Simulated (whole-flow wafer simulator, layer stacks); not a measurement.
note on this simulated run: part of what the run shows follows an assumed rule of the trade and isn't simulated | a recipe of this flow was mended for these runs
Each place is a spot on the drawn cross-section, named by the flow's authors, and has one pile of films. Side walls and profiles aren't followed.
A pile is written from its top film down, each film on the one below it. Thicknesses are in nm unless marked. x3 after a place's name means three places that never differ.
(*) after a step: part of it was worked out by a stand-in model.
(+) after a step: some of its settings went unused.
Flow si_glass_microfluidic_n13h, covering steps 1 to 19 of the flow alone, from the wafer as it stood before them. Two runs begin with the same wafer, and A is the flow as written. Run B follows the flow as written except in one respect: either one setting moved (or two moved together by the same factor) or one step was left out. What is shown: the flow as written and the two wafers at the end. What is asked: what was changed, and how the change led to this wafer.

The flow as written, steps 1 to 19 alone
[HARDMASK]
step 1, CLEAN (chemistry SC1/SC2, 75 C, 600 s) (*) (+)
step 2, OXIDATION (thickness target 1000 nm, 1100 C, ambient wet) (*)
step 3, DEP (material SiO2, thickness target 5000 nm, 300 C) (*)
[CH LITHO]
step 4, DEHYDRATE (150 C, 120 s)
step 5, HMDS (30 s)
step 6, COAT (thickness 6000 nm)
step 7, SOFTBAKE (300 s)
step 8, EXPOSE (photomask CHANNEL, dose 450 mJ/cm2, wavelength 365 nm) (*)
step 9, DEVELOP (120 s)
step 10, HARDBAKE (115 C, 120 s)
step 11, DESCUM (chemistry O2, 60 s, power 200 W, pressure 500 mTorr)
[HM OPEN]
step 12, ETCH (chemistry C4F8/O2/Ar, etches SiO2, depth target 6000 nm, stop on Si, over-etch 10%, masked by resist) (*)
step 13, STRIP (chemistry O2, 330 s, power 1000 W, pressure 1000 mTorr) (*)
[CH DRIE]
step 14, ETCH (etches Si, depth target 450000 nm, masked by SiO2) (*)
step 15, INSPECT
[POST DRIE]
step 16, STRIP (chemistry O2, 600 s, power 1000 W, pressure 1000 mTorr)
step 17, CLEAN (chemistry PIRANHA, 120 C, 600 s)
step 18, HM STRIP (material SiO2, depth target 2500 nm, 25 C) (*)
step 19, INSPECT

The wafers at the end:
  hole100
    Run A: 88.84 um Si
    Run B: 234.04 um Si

The reason: step 12, ETCH: depth target 4575 nm was run, though the flow has depth target 6000 nm.

How this came from the change, step by step:
  step 12, ETCH (chemistry C4F8/O2/Ar, etches SiO2, depth target 6000 nm, stop on Si, over-etch 10%, masked by resist) (*)
      hole100: A SiO2 loses 6000 (all of it), Si loses 75 | B SiO2 loses 5032.5
      land: A thick-i-line-resist loses 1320 | B thick-i-line-resist loses 1006.5
  step 13, STRIP (chemistry O2, 330 s, power 1000 W, pressure 1000 mTorr) (*)
      hole100: A chemical SiO2 gains 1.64 (new film), Si loses 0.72 | B nothing
      land: A thick-i-line-resist loses 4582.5 (all of it) | B thick-i-line-resist loses 4896 (all of it)
  step 14, ETCH (etches Si, depth target 450000 nm, masked by SiO2) (*)
      hole100: A chemical SiO2 loses 1.64 (all of it), Si loses 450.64 um | B SiO2 loses 967.5 (all of it), Si loses 305.52 um
